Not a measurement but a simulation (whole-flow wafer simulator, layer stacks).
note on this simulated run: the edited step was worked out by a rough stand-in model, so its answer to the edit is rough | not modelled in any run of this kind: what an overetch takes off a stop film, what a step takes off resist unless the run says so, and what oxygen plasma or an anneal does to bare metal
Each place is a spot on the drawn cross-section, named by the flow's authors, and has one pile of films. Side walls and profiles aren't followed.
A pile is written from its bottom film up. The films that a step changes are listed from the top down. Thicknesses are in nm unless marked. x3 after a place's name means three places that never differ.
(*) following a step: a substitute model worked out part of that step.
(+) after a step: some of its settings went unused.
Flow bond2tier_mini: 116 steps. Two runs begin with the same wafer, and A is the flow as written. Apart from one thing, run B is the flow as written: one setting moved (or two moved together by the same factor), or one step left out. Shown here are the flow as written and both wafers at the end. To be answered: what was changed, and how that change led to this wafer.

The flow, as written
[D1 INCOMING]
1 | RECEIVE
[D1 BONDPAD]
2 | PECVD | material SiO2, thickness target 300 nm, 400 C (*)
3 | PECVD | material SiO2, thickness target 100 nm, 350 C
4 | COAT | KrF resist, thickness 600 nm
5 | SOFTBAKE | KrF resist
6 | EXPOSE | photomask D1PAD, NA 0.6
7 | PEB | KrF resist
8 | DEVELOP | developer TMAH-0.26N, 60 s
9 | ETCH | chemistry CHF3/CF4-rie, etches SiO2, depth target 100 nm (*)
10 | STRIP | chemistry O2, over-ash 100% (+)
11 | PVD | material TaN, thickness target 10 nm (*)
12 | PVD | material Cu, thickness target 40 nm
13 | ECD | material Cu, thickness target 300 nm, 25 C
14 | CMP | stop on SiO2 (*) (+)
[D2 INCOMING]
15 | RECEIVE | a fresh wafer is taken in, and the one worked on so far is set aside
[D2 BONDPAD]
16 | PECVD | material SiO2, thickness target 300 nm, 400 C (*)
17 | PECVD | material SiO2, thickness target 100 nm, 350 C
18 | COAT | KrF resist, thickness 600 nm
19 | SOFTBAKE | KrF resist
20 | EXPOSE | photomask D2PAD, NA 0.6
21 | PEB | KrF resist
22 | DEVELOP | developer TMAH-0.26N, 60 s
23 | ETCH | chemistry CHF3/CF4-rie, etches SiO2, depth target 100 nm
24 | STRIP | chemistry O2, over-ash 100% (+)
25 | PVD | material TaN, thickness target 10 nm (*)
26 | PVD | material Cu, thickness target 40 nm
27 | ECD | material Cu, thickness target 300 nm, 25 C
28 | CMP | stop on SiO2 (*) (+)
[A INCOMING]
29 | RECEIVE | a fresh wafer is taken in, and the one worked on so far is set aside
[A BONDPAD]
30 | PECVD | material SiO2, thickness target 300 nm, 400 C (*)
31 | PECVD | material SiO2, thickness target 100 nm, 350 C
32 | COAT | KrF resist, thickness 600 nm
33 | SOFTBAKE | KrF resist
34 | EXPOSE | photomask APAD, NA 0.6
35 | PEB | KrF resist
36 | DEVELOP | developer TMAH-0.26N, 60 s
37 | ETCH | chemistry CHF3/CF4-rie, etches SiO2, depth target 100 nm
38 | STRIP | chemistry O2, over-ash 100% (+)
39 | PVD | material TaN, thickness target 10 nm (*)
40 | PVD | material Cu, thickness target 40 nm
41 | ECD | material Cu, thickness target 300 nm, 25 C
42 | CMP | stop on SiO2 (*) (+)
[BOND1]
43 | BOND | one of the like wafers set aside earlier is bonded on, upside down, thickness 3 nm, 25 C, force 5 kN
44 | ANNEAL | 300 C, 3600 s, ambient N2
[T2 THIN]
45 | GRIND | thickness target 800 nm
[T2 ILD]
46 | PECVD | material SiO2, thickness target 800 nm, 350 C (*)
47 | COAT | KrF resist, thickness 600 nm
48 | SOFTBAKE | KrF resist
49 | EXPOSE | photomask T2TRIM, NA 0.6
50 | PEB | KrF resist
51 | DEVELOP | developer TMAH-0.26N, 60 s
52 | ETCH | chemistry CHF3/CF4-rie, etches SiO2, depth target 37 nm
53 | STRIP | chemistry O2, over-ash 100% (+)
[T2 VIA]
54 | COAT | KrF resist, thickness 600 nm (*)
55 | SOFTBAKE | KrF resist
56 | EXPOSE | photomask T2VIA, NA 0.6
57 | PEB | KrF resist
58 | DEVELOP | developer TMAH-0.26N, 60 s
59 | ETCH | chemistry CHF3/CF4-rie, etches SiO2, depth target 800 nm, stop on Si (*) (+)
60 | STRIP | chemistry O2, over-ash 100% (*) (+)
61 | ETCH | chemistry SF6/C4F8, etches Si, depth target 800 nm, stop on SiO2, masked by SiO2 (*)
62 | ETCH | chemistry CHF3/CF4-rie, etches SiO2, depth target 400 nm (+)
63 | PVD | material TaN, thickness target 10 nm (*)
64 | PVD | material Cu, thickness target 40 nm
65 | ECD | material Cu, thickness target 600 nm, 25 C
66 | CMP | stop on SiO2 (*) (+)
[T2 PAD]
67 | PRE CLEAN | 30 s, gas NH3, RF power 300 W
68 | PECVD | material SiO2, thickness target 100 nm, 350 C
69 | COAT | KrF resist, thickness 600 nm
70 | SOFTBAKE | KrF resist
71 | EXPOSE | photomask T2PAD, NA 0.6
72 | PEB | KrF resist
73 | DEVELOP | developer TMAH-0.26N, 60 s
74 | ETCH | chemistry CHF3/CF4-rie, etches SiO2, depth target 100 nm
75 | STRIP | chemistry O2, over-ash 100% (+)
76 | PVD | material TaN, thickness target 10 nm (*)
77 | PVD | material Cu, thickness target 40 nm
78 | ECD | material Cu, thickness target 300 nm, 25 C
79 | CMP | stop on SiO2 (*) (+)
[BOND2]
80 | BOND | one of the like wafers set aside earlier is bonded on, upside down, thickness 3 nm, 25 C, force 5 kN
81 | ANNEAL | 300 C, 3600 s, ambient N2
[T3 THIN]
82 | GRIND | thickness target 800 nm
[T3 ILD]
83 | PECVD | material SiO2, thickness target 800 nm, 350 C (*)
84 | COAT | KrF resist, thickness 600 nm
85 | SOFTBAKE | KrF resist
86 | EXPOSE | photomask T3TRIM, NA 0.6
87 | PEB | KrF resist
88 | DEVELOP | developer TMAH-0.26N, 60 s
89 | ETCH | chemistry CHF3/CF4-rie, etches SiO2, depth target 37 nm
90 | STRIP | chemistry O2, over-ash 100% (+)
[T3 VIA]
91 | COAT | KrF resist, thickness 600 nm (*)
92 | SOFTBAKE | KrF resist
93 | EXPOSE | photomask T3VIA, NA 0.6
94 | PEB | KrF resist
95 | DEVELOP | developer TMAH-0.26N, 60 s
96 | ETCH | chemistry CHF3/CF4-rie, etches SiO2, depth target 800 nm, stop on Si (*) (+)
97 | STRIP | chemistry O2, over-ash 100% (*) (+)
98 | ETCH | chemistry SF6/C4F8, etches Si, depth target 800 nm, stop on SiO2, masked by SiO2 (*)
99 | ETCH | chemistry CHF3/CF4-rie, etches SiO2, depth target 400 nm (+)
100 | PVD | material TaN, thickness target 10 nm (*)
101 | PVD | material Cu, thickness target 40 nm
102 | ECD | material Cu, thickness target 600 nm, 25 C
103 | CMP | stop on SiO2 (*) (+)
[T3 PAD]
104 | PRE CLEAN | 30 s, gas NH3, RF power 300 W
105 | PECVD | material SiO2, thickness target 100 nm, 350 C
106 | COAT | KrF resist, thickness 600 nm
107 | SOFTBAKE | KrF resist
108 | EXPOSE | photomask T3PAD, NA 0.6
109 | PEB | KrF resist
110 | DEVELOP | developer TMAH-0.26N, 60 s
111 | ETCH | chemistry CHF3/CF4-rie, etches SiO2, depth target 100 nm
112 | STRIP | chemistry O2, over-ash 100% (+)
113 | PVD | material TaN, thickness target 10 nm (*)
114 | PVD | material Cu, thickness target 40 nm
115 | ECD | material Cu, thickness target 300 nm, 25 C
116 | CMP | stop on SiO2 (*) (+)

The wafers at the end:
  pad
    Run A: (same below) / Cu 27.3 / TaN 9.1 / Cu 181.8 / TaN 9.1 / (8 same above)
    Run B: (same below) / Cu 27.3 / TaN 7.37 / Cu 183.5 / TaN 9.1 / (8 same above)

Cause: step 76, PVD: thickness target 8.1 nm was run, though the flow has thickness target 10 nm.

How this came from the change, step by step:
  76 | PVD | material TaN, thickness target 10 nm (*)
      field: A +10 TaN (new film) | B +8.1 TaN (new film)
      pad: A +9.1 TaN (new film) | B +7.37 TaN (new film)
  79 | CMP | stop on SiO2 (*) (+)
      field: A -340 Cu (all of it), -10 TaN (all of it) | B -340 Cu (all of it), -8.1 TaN (all of it)
